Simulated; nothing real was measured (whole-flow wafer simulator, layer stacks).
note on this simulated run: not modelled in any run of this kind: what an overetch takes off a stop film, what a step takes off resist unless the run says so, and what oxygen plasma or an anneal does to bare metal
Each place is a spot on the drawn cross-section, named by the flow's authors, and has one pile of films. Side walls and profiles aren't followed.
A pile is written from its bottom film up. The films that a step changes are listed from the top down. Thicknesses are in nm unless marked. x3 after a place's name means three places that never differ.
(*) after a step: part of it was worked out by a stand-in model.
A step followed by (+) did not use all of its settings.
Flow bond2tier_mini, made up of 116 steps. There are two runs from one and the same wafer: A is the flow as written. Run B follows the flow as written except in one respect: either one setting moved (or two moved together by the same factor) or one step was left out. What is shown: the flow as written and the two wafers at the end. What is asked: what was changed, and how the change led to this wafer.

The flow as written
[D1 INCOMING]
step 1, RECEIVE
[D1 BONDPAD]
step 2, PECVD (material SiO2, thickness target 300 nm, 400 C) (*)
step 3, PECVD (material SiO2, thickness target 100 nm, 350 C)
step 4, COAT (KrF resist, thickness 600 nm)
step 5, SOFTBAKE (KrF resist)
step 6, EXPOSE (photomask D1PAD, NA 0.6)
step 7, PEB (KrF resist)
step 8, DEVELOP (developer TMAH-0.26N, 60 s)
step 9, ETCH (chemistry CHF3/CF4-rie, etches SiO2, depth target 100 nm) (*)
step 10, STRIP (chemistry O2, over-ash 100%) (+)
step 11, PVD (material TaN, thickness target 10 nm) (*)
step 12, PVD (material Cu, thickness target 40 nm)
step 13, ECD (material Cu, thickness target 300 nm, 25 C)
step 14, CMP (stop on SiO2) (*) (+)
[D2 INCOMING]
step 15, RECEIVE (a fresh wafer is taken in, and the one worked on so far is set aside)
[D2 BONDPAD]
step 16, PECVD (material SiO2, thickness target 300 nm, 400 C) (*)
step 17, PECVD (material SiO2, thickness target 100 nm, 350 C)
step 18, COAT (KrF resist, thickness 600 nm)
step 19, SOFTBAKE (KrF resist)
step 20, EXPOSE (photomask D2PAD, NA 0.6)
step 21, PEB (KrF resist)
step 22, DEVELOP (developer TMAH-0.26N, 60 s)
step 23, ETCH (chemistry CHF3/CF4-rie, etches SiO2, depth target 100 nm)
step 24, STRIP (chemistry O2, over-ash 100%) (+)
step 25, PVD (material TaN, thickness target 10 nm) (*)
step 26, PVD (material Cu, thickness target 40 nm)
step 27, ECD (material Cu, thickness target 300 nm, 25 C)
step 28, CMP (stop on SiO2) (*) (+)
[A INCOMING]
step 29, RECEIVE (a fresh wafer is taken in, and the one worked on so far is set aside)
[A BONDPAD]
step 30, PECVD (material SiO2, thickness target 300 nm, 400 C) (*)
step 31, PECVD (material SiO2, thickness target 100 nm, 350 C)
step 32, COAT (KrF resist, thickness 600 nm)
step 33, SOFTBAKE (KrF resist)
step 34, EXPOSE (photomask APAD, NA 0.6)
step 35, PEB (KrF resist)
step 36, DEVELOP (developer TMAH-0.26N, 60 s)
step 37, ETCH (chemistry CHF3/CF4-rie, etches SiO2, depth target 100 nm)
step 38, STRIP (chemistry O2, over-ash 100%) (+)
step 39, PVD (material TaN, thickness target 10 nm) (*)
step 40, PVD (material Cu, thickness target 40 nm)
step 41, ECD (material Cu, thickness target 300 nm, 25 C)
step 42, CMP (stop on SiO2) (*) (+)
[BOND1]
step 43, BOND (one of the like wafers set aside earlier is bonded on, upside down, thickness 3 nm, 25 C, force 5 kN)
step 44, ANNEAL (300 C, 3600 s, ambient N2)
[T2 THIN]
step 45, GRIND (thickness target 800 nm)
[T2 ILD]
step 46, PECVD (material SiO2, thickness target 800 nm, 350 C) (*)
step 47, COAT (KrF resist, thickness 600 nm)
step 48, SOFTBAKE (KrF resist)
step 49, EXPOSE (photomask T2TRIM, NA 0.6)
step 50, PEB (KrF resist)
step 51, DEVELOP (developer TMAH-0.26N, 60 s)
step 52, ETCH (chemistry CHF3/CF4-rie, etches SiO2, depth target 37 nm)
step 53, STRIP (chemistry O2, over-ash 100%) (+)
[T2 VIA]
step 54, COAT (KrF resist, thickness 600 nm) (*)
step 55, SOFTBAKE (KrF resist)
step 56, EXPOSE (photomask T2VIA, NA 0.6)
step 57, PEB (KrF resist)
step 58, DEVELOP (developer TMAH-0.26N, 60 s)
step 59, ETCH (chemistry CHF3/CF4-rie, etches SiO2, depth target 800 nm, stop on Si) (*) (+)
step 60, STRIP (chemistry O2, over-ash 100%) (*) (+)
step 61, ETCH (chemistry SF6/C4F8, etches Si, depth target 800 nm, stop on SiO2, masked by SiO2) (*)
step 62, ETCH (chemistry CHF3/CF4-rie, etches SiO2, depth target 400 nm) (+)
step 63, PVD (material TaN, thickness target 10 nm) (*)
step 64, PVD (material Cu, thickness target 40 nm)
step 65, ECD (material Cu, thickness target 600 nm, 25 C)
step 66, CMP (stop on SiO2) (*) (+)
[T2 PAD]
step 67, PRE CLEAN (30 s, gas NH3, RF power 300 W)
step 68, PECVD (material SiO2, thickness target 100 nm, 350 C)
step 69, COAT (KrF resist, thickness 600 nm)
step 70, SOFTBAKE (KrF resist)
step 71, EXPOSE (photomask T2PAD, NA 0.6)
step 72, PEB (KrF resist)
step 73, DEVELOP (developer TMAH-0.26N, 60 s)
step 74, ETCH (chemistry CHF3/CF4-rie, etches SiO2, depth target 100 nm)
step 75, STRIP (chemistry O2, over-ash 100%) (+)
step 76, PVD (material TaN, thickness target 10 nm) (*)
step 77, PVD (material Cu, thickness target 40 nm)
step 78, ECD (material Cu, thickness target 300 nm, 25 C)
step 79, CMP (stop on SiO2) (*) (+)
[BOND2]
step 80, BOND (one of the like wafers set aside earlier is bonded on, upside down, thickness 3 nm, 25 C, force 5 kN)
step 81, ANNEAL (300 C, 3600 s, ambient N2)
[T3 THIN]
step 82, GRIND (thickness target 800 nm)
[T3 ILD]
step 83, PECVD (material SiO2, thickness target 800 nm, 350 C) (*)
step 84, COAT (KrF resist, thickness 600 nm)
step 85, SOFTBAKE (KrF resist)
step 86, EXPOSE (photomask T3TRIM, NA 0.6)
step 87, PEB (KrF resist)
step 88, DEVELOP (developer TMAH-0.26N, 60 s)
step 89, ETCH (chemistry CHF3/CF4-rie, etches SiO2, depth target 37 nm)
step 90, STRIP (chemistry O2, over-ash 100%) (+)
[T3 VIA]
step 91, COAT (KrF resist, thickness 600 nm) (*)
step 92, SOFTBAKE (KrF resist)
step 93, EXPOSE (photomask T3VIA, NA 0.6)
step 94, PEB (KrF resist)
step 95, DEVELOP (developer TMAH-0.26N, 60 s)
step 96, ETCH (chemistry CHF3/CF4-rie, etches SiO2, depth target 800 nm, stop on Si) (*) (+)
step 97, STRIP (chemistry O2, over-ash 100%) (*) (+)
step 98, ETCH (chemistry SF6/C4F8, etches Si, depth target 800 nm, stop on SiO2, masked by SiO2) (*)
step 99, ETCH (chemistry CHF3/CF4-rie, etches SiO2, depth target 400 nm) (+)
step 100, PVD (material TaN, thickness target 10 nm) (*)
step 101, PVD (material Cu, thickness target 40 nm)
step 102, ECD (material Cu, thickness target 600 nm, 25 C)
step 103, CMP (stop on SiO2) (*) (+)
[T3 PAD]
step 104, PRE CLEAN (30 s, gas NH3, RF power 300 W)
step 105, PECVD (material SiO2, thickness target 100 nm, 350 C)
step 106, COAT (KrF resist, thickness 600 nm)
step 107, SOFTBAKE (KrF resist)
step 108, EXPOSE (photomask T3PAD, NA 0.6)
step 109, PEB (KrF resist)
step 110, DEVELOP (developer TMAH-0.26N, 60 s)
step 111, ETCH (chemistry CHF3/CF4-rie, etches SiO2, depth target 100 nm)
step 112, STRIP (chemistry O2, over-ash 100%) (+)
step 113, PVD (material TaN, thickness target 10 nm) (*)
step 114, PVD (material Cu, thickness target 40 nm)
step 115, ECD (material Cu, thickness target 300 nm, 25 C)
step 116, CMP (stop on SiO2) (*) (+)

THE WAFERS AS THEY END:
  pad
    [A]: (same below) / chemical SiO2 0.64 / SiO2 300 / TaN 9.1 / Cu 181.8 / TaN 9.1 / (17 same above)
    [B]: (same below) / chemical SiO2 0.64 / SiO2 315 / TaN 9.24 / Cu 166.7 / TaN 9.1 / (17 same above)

The reason: step 37, ETCH: depth target 85 nm was run, whereas the flow has depth target 100 nm.

The path from the change to this, step by step:
  step 37, ETCH (chemistry CHF3/CF4-rie, etches SiO2, depth target 100 nm)
      pad, via: A SiO2 loses 100 | B SiO2 loses 85
      field: A KrF resist loses 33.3 | B KrF resist loses 28.3
  step 41, ECD (material Cu, thickness target 300 nm, 25 C)
      pad: A Cu gains 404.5 | B Cu gains 388.8
      via: A Cu gains 400.2 | B Cu gains 385.1
